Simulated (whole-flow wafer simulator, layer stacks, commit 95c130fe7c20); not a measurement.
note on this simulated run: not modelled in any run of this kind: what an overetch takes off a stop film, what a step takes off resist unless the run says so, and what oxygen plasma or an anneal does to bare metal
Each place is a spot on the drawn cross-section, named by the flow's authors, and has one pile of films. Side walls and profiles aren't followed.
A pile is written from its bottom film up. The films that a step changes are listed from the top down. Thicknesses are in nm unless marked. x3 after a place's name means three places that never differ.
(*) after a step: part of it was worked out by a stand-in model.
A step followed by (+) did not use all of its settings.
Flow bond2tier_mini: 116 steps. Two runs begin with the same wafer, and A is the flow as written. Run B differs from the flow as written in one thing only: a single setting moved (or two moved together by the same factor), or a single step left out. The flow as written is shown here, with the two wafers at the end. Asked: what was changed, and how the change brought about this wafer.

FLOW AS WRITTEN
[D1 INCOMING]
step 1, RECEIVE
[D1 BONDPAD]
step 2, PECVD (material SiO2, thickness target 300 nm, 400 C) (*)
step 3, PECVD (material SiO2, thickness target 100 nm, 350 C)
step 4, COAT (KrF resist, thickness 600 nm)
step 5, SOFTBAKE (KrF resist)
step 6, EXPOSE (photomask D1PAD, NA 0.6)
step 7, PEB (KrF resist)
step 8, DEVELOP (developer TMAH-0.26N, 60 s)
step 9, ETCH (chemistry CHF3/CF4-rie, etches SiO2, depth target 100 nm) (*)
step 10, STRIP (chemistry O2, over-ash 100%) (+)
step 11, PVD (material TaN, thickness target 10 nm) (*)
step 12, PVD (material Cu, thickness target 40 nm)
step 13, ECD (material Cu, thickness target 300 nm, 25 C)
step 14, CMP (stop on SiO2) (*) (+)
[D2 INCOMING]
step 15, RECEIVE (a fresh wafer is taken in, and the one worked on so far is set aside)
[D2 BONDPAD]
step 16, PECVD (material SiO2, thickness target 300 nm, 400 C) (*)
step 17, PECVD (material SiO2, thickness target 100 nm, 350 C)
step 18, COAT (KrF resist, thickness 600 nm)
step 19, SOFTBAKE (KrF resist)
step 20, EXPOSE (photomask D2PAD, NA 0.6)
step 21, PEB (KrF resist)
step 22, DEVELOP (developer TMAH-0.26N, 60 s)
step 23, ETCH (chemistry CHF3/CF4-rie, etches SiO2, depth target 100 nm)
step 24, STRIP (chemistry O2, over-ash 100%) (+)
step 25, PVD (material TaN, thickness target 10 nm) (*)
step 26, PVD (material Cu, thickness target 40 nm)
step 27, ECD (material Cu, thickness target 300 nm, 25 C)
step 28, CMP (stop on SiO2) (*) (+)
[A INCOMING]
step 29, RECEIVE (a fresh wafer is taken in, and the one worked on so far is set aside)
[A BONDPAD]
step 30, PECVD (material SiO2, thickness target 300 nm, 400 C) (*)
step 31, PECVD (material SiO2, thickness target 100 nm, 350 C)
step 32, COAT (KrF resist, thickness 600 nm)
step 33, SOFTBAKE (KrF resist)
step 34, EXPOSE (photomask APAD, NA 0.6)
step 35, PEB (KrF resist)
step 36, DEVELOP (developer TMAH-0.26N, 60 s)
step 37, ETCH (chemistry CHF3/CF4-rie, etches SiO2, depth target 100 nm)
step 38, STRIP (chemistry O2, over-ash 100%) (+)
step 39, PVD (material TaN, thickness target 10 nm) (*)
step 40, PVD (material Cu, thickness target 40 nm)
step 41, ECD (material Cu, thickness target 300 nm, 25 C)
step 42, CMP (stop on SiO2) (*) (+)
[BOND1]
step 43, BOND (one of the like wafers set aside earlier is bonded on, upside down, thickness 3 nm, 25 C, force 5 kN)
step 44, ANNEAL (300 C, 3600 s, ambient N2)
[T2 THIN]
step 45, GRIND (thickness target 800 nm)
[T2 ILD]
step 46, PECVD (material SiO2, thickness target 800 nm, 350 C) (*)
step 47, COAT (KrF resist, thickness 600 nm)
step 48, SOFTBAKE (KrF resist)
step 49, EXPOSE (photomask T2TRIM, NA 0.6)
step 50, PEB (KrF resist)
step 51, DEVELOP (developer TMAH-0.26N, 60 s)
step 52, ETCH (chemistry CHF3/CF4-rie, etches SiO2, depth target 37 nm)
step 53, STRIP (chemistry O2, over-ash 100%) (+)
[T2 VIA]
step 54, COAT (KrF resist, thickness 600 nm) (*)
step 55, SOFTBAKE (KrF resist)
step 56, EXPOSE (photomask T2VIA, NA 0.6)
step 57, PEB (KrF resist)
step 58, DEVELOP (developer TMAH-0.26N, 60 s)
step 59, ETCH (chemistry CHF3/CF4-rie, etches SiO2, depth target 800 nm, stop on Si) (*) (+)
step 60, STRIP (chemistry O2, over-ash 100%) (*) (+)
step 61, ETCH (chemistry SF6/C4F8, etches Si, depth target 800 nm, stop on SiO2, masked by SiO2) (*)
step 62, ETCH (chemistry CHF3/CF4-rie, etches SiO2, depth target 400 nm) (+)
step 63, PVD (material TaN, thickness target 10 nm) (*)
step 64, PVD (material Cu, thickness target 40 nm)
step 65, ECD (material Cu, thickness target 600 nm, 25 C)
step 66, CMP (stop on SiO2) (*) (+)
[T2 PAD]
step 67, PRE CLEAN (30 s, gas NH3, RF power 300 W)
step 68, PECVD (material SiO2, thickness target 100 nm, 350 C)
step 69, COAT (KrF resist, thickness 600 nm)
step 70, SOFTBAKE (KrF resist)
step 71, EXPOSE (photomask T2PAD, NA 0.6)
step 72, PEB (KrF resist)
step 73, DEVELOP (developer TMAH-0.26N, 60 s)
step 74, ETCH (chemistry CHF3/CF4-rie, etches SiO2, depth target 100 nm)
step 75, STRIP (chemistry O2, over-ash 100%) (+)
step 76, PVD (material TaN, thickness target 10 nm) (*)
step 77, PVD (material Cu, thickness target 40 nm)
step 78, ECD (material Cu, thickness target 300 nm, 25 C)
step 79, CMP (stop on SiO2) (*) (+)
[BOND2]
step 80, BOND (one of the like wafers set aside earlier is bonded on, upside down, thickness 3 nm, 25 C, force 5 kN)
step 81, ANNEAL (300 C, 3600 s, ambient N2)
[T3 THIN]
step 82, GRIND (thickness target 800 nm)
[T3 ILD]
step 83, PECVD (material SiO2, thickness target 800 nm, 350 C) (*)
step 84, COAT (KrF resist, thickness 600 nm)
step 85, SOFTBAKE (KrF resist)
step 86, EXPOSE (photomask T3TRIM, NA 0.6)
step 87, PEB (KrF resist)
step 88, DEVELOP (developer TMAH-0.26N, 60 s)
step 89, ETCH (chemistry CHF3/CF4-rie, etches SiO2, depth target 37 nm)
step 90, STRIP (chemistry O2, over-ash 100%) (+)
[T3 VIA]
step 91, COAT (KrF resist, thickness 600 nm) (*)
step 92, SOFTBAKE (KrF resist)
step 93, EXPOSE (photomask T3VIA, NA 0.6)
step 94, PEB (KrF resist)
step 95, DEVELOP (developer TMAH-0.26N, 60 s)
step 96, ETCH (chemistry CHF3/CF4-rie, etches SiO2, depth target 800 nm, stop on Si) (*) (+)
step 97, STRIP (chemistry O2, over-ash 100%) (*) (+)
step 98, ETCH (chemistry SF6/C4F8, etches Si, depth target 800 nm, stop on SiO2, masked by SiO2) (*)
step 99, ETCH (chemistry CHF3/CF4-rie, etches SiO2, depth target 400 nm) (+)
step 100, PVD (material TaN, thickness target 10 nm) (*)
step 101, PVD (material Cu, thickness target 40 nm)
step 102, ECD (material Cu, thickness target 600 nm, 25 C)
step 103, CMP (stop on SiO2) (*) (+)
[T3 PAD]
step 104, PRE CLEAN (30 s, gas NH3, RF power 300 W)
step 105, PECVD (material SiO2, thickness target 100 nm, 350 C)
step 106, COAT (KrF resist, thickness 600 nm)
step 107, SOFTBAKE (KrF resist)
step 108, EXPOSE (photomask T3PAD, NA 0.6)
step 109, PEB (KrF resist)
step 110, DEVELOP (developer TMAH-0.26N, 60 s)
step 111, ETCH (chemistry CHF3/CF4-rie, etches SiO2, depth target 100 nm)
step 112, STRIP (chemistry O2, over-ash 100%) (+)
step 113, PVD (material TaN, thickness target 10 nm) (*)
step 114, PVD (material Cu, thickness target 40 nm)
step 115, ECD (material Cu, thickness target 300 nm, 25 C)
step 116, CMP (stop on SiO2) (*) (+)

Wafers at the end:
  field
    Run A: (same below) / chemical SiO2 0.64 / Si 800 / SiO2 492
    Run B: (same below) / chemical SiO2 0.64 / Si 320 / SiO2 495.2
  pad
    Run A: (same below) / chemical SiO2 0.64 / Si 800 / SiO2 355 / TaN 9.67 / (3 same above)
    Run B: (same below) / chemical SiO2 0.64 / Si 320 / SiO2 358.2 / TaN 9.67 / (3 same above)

The reason: step 82, GRIND: thickness target 320 nm was run, though the flow has thickness target 800 nm.
One can read it off the wafer: field has Si 320, and step 82 as written asks for 800 nm.

The path from the change to this, step by step:
  step 82, GRIND (thickness target 800 nm)
      field, pad: A Si loses 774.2 um | B Si loses 774.68 um
  step 98, ETCH (chemistry SF6/C4F8, etches Si, depth target 800 nm, stop on SiO2, masked by SiO2) (*)
      field, pad: A SiO2 loses 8 | B SiO2 loses 4.8
